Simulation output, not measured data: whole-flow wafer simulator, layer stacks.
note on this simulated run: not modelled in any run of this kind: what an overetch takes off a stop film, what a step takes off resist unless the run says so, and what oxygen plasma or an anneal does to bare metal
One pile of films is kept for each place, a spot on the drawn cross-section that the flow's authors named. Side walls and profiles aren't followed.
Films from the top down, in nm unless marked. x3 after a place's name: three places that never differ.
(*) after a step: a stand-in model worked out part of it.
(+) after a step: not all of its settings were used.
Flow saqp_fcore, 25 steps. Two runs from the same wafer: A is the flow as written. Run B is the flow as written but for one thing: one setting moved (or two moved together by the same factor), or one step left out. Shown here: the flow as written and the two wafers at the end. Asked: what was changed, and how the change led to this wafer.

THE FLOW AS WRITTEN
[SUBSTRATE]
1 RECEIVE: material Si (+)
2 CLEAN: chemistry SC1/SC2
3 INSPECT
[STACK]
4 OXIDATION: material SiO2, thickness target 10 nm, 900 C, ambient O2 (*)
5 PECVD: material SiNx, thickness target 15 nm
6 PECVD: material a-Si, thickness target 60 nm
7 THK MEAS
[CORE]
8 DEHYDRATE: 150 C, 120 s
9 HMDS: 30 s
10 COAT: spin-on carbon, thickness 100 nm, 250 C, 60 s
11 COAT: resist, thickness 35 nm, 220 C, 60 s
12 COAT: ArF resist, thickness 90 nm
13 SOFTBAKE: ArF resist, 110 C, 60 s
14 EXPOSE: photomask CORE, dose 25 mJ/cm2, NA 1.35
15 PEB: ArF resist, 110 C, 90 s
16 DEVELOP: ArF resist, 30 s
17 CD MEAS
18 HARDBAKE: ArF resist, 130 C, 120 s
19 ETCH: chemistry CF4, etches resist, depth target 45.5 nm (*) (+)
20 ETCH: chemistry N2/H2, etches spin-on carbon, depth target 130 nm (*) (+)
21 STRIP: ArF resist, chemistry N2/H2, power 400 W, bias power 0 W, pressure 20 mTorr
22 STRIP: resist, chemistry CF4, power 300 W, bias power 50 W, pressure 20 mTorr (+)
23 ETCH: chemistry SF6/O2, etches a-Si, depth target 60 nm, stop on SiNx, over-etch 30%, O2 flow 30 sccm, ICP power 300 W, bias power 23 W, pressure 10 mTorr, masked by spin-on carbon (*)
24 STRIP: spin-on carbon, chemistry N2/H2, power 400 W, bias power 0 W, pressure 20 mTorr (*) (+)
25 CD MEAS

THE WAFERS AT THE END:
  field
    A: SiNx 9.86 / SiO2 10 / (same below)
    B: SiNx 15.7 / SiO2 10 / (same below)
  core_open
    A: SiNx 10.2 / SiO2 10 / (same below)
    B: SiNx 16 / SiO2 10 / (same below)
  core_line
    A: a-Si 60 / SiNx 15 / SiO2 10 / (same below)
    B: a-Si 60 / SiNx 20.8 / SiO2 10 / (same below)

The cause: step 5, PECVD: thickness target 20.8 nm was run, where the flow has thickness target 15 nm.
It can be read off the wafer: core_line has SiNx 20.8, and step 5 as written asks for 15 nm.

How the change led to this, step by step:
  5 PECVD: material SiNx, thickness target 15 nm
      field, core_open, core_line: A SiNx +15 (new film) | B SiNx +20.8 (new film)
